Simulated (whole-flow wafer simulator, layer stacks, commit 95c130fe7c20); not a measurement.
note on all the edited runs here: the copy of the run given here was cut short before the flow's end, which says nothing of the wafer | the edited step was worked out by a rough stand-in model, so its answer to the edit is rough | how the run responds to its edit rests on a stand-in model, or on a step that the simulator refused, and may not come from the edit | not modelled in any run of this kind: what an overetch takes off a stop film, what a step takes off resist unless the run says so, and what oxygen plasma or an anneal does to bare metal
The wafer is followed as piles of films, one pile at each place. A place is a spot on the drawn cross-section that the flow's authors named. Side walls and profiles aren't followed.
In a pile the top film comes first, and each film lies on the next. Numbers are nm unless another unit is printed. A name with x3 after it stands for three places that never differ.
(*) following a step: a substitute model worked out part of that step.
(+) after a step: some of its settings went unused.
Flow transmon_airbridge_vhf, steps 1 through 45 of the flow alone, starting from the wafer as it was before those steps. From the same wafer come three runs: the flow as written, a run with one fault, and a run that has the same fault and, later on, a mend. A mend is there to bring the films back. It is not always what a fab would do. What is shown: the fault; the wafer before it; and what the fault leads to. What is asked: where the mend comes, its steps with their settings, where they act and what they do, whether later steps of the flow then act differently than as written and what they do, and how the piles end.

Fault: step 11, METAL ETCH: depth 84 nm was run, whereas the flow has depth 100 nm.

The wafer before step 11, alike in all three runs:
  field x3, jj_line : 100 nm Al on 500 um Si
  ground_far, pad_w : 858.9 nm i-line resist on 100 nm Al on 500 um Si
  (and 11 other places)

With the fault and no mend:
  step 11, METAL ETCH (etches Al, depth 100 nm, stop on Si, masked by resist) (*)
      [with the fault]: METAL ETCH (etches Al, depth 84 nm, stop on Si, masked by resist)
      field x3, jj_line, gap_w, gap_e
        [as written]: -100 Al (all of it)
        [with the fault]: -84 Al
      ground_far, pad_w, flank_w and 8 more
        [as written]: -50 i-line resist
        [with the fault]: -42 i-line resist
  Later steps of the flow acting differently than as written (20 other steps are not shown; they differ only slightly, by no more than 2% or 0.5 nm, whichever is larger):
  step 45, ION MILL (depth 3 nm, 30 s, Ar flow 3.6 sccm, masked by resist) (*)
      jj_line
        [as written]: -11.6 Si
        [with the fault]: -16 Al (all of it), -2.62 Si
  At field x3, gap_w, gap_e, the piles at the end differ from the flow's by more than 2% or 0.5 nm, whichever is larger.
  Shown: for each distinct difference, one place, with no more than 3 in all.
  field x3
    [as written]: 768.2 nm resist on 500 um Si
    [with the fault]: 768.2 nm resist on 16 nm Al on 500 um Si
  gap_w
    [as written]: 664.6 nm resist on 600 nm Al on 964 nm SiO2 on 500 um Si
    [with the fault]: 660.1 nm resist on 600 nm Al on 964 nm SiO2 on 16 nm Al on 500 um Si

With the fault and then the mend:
  After step 12 comes the mend.
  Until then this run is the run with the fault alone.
  step 12a, COAT (i-line resist, thickness 900 nm) (*) (the flow's step 6 again)
      field x3, jj_line, trace_open_s x2, margin_s, bridge_strip, margin_n
        +900 i-line resist (new film)
      pad_w, pad_e
        +889.7 i-line resist (new film)
      flank_w, flank_e
        +880.3 i-line resist (new film)
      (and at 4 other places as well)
  step 12b, SOFTBAKE (i-line resist, 90 C, 90 s) (the flow's step 7 again)
      flank_w, flank_e
        -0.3 i-line resist
      gap_w, gap_e
        +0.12 i-line resist
      cpw_trace
        -0.06 i-line resist
  step 12c, EXPOSE (i-line resist, thickness 900 nm, photomask AB CPW, dose 155.4 mJ/cm2, NA 0.45, wavelength 365 nm) (*) (the flow's step 8 again)
      leaves every film unchanged at each place that is followed
  step 12d, PEB (i-line resist, 110 C, 60 s) (the flow's step 9 again)
      field x3, jj_line, trace_open_s x2, margin_s, bridge_strip, margin_n
        -41 i-line resist
      pad_w, pad_e
        -40.6 i-line resist
      flank_w, flank_e
        -40.1 i-line resist
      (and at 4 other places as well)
  step 12e, DEVELOP (i-line resist, thickness 900 nm, developer developer-B, 60 s) (the flow's step 10 again)
      trace_open_s x2, margin_s, bridge_strip, margin_n
        -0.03 i-line resist
      field x3, jj_line
        -859 i-line resist (all of it)
      gap_w, gap_e
        -902.8 i-line resist (all of it)
  step 12f, METAL ETCH (etches Al, depth 16 nm, stop on Si, masked by resist) (*) (the flow's step 11 again, with other settings)
      ground_far, pad_w, flank_w and 8 more
        -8 i-line resist
      field x3, jj_line, gap_w, gap_e
        -16 Al (all of it)
  step 12g, STRIP (i-line resist, 80 C, 600 s) (*) (+) (the flow's step 12 again)
      trace_open_s x2, margin_s, bridge_strip, margin_n
        -850.9 i-line resist (all of it)
      pad_w, pad_e
        -841.1 i-line resist (all of it)
      flank_w, flank_e
        -831.9 i-line resist (all of it)
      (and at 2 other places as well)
  Every later step of the flow that is run acts as written at every place that is followed.
  By the end, the piles equal the flow's at every place that both follow.
